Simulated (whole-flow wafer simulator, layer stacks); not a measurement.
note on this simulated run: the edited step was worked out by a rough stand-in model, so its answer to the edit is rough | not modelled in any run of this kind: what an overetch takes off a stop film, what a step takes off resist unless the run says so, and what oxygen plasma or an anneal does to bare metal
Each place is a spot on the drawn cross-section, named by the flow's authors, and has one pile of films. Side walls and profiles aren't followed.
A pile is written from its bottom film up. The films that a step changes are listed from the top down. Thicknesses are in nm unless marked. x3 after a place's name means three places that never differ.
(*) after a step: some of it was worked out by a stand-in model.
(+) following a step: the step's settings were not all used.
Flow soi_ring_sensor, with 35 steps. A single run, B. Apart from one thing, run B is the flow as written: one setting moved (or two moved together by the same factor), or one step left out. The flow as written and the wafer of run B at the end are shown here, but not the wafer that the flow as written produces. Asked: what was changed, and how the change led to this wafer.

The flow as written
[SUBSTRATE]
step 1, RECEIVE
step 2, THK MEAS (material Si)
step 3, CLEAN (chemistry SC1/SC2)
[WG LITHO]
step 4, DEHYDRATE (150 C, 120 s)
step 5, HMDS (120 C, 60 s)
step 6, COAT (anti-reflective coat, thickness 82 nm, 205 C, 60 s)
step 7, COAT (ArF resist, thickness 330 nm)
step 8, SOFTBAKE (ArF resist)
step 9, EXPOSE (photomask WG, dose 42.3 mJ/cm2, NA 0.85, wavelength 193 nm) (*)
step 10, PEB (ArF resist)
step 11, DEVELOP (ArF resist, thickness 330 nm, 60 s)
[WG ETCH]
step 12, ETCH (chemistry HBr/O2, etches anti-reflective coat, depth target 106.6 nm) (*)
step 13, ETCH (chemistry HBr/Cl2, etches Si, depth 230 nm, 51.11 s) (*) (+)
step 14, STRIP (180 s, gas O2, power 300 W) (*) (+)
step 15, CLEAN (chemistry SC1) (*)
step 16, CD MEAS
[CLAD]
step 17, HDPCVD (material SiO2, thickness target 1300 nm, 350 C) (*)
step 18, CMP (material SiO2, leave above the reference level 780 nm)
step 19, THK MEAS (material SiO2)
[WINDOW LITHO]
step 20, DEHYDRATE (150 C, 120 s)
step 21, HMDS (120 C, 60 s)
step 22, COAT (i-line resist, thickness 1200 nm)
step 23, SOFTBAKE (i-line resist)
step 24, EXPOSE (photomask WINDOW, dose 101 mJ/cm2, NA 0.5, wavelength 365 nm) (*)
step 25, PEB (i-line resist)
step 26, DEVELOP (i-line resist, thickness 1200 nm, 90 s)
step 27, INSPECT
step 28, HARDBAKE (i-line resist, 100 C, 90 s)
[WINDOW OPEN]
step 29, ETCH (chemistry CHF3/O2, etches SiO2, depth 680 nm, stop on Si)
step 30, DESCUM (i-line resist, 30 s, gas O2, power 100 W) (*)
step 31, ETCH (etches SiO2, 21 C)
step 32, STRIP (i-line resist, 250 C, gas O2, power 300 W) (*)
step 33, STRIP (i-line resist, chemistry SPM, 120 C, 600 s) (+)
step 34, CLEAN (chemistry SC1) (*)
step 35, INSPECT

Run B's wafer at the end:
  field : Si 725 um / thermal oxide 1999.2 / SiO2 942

Cause: step 17, HDPCVD: thickness target 942 nm was run, while the flow as written has thickness target 1300 nm.

Step by step, how the change led to this:
  step 17, HDPCVD (material SiO2, thickness target 1300 nm, 350 C) (*)
      core, gap, window, field, core_clad, gap_clad: +942 SiO2 (new film) (it would be, as written: +1300 SiO2 (new film))
  step 18, CMP (material SiO2, leave above the reference level 780 nm)
      gap, window, field, gap_clad: nothing (it would be, as written: -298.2 SiO2)
      core, core_clad: -162 SiO2 (it would be, as written: -520 SiO2)
  step 22, COAT (i-line resist, thickness 1200 nm)
      core, core_clad: +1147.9 i-line resist (new film) (it would be, as written: +1200 i-line resist (new film))
  step 23, SOFTBAKE (i-line resist)
      core, core_clad: -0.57 i-line resist (it would be, as written: nothing)
      gap, gap_clad: -0.74 i-line resist (it would be, as written: nothing)
  step 25, PEB (i-line resist)
      core, core_clad: -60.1 i-line resist (it would be, as written: -62.8 i-line resist)
  step 26, DEVELOP (i-line resist, thickness 1200 nm, 90 s)
      core: -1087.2 i-line resist (all of it) (it would be, as written: -1137.2 i-line resist (all of it))
  step 32, STRIP (i-line resist, 250 C, gas O2, power 300 W) (*)
      core_clad: -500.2 i-line resist (all of it) (it would be, as written: -550.1 i-line resist (all of it))
